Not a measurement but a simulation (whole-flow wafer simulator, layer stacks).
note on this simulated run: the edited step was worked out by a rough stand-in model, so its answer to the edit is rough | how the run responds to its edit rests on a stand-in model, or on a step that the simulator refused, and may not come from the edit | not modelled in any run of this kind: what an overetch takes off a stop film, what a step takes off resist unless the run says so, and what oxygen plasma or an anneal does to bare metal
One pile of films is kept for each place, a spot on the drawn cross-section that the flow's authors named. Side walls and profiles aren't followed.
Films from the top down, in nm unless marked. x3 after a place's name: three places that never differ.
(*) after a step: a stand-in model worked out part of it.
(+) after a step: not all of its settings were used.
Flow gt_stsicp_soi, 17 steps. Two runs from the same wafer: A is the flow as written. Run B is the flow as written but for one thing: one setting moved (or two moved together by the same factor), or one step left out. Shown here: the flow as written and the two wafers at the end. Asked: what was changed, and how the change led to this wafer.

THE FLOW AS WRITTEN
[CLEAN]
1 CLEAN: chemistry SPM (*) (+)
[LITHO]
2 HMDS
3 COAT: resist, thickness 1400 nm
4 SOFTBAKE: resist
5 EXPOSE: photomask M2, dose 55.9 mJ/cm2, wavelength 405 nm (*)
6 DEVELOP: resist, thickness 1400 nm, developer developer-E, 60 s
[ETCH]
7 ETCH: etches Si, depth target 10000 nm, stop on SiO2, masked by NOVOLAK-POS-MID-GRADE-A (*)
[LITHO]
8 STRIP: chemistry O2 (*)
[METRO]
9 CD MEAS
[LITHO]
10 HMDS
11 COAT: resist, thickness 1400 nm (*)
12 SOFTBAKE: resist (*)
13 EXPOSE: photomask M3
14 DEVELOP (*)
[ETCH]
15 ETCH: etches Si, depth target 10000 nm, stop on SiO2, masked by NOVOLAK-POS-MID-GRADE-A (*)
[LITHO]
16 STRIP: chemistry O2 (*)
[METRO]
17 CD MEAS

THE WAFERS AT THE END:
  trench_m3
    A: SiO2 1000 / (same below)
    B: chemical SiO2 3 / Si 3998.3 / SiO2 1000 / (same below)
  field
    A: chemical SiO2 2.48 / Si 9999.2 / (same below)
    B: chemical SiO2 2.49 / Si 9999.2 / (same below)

The cause: step 15, ETCH: depth target 6000 nm was run, where the flow has depth target 10000 nm.

How the change led to this, step by step:
  15 ETCH: etches Si, depth target 10000 nm, stop on SiO2, masked by NOVOLAK-POS-MID-GRADE-A (*)
      trench_m3: A chemical SiO2 -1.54 (all of it), Si -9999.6 (all of it) | B chemical SiO2 -1.54 (all of it), Si -6000
      field, trench_m2: A resist -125 | B resist -75
  16 STRIP: chemistry O2 (*)
      trench_m3: A nothing | B chemical SiO2 +3 (new film), Si -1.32
      field: A resist -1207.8 (all of it), chemical SiO2 +0.94, Si -0.41 | B resist -1257.8 (all of it), chemical SiO2 +0.94, Si -0.42
